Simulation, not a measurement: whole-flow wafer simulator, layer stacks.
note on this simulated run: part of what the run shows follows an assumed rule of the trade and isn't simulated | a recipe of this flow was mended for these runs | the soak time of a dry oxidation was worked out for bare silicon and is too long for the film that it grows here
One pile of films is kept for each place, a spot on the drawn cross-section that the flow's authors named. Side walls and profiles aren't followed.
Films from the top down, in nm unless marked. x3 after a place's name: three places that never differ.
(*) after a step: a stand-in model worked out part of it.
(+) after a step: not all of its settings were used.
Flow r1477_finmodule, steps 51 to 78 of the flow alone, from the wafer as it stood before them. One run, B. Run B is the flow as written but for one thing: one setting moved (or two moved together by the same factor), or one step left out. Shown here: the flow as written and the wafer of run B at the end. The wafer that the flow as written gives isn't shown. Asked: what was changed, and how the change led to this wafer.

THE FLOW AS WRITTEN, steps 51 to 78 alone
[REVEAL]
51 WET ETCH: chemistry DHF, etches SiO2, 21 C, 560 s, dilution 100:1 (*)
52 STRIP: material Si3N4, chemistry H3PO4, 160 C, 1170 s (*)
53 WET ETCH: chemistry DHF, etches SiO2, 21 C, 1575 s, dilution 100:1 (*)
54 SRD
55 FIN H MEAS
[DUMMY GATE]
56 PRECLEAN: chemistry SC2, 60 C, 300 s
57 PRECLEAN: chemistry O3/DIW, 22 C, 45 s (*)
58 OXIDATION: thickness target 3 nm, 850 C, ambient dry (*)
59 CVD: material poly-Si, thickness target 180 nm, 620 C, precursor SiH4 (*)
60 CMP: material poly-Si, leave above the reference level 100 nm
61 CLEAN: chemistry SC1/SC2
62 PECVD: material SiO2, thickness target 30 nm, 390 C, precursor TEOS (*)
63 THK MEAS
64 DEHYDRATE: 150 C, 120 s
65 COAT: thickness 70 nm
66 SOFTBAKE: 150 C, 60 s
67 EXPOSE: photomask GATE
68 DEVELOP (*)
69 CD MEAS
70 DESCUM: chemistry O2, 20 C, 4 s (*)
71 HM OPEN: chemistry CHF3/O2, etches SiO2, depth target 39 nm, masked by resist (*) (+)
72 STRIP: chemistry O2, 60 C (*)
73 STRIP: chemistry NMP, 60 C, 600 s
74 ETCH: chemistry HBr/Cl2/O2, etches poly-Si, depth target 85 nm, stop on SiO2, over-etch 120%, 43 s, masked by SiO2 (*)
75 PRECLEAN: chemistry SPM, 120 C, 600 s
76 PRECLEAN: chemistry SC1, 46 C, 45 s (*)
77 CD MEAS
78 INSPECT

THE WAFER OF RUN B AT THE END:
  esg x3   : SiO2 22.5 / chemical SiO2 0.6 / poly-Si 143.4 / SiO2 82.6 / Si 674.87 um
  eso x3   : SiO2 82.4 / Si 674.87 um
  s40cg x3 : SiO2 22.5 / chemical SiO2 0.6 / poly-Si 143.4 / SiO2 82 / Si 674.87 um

The cause: step 51, WET ETCH: 507 s was run, where the flow has 560 s.

How the change led to this, step by step:
  51 WET ETCH: chemistry DHF, etches SiO2, 21 C, 560 s, dilution 100:1 (*)
      esg x3, e200sg, s40cg x3, s40sg x3, eso x3, e200so, s40co x3, s40so x3: SiO2 -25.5 (as written it would be: SiO2 -28.1)
      pad, padg: SiO2 -27.6 (as written it would be: SiO2 -30.5)
  60 CMP: material poly-Si, leave above the reference level 100 nm
      pad, padg: poly-Si -27.6 (as written it would be: poly-Si -24.8)
